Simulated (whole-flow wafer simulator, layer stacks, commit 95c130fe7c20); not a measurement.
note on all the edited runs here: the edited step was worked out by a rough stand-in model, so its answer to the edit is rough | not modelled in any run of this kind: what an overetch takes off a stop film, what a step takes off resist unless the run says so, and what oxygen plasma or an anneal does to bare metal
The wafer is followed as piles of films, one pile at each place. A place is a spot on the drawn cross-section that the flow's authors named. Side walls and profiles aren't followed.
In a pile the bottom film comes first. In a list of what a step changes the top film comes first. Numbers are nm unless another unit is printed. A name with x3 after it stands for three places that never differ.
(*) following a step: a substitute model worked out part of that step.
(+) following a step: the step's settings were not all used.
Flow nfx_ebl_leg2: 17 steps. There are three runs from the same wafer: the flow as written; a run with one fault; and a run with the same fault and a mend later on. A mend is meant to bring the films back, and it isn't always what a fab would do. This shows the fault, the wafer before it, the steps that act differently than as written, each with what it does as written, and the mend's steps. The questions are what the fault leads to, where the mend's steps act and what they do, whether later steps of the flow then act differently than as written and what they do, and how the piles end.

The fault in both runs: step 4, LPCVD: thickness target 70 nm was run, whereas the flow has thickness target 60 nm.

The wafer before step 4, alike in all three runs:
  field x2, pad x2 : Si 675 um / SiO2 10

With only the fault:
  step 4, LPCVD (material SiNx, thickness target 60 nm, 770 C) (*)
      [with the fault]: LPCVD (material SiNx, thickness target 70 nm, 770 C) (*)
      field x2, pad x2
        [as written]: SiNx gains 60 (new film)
        [with the fault]: SiNx gains 70 (new film)
  Steps later in the flow that act otherwise than as written:
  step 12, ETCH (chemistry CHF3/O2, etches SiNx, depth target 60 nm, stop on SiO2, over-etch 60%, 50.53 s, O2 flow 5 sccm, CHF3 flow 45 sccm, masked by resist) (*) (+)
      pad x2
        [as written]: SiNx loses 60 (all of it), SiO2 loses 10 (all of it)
        [with the fault]: SiNx loses 70 (all of it), SiO2 loses 10 (all of it)
  At field x2, the piles at the end differ from the flow's by more than 2% or 0.5 nm, whichever is larger.
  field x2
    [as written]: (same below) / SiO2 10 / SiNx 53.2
    [with the fault]: (same below) / SiO2 10 / SiNx 63.2

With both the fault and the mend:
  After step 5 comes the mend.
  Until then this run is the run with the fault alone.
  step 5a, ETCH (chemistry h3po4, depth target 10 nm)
      field x2, pad x2
        SiNx loses 10
  Every later step of the flow that is run acts as written at every place that is followed.
  At every place that both follow, the piles at the end match the flow's.
